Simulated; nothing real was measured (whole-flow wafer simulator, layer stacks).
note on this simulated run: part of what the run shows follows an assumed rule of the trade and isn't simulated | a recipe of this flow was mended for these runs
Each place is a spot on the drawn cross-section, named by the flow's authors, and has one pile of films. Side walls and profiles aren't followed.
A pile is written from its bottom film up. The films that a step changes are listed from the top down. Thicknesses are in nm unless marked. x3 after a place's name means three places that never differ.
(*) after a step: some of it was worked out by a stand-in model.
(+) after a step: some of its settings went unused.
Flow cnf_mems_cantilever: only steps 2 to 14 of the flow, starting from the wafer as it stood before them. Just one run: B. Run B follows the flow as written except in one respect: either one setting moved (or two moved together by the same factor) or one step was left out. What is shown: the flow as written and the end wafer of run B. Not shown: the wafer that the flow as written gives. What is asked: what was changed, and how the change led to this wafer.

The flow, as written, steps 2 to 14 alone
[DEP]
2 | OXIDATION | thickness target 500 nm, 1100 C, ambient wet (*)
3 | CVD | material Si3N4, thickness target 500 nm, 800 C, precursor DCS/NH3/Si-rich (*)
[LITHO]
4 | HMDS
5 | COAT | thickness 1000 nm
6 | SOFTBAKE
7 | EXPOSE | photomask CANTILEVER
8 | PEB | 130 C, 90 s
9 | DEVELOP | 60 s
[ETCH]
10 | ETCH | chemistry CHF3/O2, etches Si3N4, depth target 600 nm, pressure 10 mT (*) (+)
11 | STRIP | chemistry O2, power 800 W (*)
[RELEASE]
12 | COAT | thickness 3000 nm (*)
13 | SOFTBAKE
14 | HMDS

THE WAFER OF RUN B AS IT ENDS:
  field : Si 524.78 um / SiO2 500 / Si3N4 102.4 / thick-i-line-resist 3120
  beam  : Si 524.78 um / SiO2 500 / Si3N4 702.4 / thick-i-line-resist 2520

The reason: step 3, CVD: 831 C was run, whereas the flow has 800 C.

Step by step, how the change led to this:
  3 | CVD | material Si3N4, thickness target 500 nm, 800 C, precursor DCS/NH3/Si-rich (*)
      field, beam: +702.4 Si3N4 (new film) (in the flow as written it would be: +500 Si3N4 (new film))
  10 | ETCH | chemistry CHF3/O2, etches Si3N4, depth target 600 nm, pressure 10 mT (*) (+)
      field: -600 Si3N4 (in the flow as written it would be: -500 Si3N4 (all of it), -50 SiO2)
  13 | SOFTBAKE
      field: +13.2 thick-i-line-resist (in the flow as written it would be: +11.9 thick-i-line-resist)
      beam: -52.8 thick-i-line-resist (in the flow as written it would be: -47.6 thick-i-line-resist)
